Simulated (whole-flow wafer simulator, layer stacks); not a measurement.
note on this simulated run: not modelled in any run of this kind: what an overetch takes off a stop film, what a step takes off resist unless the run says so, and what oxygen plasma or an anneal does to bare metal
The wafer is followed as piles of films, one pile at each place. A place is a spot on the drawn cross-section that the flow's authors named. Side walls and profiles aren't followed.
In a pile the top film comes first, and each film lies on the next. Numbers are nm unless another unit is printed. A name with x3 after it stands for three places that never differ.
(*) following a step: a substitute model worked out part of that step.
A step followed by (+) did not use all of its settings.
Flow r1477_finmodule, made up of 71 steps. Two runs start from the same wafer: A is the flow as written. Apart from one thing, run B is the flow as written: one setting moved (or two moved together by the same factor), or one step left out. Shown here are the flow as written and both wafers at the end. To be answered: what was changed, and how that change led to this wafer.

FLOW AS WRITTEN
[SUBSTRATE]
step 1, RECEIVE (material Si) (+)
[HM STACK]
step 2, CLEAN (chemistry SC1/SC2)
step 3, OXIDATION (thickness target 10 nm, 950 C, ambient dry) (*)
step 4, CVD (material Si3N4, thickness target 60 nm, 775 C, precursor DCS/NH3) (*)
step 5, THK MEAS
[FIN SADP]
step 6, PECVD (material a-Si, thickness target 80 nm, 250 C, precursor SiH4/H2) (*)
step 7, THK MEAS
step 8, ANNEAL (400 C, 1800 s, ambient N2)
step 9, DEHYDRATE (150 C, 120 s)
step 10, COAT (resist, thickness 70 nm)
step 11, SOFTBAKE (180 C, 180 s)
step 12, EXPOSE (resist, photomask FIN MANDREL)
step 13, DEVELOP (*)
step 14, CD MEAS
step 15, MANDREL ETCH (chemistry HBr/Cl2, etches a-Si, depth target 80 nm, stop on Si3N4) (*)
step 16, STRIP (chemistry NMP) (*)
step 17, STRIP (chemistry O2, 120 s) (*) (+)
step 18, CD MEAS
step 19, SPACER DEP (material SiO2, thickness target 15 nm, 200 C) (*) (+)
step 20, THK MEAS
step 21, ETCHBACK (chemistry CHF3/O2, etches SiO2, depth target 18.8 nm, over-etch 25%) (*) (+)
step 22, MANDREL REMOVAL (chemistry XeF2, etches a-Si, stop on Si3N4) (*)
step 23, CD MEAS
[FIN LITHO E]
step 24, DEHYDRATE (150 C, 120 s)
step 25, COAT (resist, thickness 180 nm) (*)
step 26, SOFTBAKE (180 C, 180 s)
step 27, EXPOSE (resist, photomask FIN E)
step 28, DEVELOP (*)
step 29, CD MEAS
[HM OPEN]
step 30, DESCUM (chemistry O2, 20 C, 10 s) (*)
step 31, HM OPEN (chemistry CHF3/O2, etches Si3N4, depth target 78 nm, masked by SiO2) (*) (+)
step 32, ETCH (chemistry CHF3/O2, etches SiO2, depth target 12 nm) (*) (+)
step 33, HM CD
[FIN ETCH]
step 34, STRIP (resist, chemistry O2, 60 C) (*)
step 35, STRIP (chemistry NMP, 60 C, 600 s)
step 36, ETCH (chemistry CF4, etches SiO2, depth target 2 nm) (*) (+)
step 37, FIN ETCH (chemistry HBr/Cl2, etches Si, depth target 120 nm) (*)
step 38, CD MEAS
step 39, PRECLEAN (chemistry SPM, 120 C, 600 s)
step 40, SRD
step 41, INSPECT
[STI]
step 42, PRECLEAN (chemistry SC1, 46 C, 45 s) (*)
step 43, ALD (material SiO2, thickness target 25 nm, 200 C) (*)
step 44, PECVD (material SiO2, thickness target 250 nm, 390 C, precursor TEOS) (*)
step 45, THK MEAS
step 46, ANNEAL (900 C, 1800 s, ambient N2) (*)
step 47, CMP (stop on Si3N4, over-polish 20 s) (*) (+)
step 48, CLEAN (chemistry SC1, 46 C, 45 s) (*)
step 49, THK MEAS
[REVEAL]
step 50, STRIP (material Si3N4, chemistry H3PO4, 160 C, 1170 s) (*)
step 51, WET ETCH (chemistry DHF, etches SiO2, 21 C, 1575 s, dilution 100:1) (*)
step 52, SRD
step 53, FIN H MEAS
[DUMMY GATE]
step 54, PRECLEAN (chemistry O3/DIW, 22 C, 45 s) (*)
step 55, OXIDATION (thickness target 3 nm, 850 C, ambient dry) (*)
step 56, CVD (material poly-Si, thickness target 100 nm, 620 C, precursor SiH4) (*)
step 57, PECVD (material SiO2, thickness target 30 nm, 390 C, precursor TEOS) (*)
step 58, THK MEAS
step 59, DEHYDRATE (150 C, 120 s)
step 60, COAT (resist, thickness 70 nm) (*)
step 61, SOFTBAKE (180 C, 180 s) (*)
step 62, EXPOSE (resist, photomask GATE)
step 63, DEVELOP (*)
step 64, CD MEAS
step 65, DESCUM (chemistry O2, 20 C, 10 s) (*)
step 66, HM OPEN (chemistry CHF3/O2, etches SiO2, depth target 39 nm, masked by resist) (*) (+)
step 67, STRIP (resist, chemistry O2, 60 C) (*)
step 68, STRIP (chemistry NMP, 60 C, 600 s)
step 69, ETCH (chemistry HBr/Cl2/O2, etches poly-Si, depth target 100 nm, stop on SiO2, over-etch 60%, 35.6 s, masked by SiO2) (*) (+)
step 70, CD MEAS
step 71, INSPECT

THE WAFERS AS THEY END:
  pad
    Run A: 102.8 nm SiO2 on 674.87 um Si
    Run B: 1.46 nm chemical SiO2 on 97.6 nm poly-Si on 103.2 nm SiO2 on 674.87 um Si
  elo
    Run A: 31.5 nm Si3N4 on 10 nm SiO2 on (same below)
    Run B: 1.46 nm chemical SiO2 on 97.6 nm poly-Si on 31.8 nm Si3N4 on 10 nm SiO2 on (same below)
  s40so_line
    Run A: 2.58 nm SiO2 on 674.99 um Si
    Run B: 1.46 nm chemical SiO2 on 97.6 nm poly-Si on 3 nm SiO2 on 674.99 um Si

Cause: step 69, ETCH: chemistry HBr/Cl2/O2, etches poly-Si, depth target 100 nm, stop on SiO2, over-etch 60%, 35.6 s, masked by SiO2 (*) (+), was not run.

Step by step, how the change led to this:
  (no step that both runs have acts differently)
